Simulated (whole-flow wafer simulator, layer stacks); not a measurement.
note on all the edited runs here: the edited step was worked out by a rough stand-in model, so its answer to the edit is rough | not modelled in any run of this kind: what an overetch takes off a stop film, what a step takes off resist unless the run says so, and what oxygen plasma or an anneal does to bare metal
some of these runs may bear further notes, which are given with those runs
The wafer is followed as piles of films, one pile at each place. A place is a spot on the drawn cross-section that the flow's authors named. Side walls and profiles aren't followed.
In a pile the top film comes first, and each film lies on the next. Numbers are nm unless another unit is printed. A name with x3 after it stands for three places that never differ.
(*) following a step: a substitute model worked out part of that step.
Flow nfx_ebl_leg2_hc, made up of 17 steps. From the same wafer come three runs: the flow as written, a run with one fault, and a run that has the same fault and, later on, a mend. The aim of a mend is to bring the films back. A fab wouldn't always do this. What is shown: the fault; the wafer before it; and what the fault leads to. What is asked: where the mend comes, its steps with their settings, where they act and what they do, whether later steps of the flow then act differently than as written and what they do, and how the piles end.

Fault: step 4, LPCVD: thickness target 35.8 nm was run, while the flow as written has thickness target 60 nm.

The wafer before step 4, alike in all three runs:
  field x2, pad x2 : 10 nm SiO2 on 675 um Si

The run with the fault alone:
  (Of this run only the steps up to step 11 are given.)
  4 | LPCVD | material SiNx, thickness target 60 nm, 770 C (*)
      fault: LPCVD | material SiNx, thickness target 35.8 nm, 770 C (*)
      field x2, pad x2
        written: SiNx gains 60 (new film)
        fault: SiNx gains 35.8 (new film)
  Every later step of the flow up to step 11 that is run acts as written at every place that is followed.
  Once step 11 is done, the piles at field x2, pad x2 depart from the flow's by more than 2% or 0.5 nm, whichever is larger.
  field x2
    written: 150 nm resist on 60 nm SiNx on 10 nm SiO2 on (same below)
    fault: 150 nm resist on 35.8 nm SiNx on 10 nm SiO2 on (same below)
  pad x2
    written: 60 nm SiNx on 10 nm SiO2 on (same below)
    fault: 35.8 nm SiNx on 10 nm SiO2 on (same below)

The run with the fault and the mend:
  After step 5 comes the mend.
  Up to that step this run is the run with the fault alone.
  5a | ETCH | chemistry h3po4, depth target 41.17 nm
      field x2, pad x2
        SiNx loses 35.8 (all of it)
  5b | CLEAN | chemistry SC1/SC2 (the flow's step 2 again)
      alters no film at any place that is followed
  5c | LPCVD | material SiNx, thickness target 60 nm, 770 C (*) (the flow's step 4 again)
      field x2, pad x2
        SiNx gains 60 (new film)
  Every later step of the flow that is run acts as written at every place that is followed.
  At every place that both follow, the piles at the end match the flow's.
